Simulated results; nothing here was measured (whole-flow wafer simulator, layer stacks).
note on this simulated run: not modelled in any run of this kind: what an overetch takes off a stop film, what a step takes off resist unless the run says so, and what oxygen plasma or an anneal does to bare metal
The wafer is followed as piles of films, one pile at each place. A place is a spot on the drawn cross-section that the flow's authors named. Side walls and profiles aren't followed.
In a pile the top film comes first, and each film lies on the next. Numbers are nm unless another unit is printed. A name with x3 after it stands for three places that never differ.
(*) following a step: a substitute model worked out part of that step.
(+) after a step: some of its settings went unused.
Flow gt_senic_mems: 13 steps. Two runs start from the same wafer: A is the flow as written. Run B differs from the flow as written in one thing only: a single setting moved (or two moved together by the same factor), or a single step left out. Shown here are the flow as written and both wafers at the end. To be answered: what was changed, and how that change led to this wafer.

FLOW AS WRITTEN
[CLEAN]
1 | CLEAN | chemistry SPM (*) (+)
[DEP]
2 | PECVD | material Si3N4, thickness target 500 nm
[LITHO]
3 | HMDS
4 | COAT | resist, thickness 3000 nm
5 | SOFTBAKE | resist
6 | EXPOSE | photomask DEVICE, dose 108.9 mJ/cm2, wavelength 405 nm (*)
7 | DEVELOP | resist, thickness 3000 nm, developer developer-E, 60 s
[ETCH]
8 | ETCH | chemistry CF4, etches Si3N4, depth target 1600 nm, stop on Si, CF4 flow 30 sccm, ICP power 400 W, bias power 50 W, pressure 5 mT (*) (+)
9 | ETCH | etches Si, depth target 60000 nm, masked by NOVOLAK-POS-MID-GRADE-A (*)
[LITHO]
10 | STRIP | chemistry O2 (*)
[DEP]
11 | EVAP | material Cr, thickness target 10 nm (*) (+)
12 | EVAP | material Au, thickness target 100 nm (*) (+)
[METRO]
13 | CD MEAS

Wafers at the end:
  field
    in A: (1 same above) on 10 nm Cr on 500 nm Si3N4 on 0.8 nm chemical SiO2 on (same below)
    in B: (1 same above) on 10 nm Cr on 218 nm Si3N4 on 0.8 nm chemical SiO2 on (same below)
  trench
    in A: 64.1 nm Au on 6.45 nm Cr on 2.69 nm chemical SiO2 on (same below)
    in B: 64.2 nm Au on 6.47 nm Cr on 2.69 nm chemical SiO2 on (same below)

The reason: step 2, PECVD: thickness target 218 nm was run, while the flow as written has thickness target 500 nm.
One can read it off the wafer: field has Si3N4 218, and step 2 as written asks for 500 nm.

The path from the change to this, step by step:
  2 | PECVD | material Si3N4, thickness target 500 nm
      field, trench: A +500 Si3N4 (new film) | B +218 Si3N4 (new film)
  8 | ETCH | chemistry CF4, etches Si3N4, depth target 1600 nm, stop on Si, CF4 flow 30 sccm, ICP power 400 W, bias power 50 W, pressure 5 mT (*) (+)
      field: A -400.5 resist | B -212.5 resist
      trench: A -500 Si3N4 (all of it), -0.8 chemical SiO2 (all of it) | B -218 Si3N4 (all of it), -0.8 chemical SiO2 (all of it)
  10 | STRIP | chemistry O2 (*)
      field: A -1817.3 resist (all of it) | B -2005.3 resist (all of it)
